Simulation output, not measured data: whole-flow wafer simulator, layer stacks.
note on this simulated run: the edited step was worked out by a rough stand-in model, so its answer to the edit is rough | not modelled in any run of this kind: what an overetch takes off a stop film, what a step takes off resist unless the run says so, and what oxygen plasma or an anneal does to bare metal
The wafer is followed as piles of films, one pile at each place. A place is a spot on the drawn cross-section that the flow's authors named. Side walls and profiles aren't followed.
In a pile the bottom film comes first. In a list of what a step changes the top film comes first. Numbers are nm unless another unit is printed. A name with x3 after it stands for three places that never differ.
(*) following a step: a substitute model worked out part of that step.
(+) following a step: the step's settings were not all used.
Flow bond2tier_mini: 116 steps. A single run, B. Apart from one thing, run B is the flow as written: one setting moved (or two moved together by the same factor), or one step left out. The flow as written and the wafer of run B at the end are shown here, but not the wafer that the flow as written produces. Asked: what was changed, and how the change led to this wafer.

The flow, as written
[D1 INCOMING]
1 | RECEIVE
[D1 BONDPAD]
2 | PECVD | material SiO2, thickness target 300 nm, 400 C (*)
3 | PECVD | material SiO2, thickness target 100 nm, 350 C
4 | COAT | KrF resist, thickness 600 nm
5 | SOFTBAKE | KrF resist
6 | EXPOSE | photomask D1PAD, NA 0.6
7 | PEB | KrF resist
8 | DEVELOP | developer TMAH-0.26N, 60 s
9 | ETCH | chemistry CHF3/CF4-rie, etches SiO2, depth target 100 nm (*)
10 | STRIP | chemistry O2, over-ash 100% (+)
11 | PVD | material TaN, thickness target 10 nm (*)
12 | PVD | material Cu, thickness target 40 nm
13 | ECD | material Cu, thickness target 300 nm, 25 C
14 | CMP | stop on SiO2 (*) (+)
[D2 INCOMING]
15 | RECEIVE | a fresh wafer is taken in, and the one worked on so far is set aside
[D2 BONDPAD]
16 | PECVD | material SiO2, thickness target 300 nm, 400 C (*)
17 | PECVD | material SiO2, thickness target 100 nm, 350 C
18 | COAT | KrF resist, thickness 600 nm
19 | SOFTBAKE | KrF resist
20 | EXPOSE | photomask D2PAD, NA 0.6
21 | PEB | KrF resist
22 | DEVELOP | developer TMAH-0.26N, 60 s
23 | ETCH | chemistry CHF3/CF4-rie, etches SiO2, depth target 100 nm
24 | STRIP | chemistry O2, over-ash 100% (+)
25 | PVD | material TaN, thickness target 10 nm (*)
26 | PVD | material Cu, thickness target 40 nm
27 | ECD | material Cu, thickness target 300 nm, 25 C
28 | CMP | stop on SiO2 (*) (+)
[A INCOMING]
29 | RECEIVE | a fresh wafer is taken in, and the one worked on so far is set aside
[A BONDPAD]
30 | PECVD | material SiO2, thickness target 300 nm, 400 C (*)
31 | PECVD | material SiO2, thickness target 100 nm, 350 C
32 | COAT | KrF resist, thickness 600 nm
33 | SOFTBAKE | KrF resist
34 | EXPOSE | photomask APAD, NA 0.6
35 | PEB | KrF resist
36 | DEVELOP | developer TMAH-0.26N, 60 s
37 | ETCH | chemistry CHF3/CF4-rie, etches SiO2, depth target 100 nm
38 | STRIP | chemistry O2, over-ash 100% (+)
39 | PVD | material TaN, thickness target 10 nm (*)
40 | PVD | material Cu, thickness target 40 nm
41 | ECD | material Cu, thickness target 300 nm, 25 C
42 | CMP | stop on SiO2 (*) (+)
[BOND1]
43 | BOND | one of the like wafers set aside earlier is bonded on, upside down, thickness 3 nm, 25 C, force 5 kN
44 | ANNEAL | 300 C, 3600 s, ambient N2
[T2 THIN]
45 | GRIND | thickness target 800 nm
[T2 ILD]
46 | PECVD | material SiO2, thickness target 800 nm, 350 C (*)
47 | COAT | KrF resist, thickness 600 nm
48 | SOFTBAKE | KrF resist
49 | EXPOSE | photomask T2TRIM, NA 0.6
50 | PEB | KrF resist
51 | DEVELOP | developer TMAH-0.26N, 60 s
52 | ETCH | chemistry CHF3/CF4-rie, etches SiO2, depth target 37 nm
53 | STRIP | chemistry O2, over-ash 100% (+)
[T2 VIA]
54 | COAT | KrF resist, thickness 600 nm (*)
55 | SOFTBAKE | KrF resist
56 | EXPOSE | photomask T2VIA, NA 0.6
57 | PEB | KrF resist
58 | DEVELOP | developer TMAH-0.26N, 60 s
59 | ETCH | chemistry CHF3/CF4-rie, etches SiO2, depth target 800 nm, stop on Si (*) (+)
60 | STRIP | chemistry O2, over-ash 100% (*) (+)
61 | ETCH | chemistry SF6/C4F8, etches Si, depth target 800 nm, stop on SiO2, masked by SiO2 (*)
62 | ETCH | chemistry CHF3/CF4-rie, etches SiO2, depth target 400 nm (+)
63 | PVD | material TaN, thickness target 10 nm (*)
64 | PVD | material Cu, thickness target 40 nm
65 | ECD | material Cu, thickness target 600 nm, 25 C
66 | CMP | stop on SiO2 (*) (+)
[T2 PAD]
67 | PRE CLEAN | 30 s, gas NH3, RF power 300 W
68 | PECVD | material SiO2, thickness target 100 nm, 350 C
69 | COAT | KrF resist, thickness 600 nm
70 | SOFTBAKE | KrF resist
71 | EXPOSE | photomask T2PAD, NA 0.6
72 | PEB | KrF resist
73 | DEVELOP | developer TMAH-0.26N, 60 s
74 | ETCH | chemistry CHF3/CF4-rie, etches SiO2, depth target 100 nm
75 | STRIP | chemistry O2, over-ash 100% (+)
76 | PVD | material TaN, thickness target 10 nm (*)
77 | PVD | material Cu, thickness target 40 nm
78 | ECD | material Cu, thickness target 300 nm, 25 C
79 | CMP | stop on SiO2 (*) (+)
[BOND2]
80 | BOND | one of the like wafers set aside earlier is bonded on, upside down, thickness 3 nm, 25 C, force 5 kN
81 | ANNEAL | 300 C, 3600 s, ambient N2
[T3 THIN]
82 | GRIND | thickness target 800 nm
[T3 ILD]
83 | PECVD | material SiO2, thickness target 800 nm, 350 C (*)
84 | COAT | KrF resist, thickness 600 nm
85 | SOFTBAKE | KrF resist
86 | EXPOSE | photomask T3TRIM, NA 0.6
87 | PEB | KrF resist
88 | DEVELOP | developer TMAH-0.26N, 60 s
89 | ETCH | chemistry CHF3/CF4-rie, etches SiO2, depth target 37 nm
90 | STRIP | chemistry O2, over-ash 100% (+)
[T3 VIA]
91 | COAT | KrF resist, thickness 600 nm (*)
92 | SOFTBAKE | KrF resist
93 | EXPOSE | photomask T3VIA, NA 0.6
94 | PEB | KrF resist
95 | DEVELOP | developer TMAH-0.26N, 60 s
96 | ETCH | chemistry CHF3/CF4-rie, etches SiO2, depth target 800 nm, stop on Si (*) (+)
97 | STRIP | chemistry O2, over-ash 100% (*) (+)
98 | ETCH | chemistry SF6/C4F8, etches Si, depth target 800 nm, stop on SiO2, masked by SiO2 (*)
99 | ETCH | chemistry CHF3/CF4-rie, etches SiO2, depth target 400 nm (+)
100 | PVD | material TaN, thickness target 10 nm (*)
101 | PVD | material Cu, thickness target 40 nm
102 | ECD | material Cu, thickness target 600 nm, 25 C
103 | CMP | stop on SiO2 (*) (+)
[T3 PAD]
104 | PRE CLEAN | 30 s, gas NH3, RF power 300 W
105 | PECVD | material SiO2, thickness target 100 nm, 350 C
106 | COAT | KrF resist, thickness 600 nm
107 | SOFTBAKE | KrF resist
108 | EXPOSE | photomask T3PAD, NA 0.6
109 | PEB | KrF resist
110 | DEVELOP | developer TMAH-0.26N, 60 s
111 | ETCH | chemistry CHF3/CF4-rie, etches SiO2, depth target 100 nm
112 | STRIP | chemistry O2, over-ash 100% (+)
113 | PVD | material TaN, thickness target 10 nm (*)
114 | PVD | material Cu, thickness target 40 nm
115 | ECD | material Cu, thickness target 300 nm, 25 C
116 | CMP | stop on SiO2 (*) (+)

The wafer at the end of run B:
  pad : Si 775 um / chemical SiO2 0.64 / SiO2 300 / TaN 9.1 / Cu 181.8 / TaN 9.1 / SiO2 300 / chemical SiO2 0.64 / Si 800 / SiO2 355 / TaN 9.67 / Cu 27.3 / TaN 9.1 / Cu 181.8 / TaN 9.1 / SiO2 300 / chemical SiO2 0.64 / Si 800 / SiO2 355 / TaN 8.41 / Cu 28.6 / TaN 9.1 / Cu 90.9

What caused this: step 100, PVD: thickness target 8.7 nm was run, though the flow has thickness target 10 nm.

Step by step, how the change led to this:
  100 | PVD | material TaN, thickness target 10 nm (*)
      field: +8.7 TaN (new film) (it would be, as written: +10 TaN (new film))
      pad: +8.41 TaN (new film) (it would be, as written: +9.67 TaN (new film))
  103 | CMP | stop on SiO2 (*) (+)
      field: -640 Cu (all of it), -8.7 TaN (all of it) (it would be, as written: -640 Cu (all of it), -10 TaN (all of it))
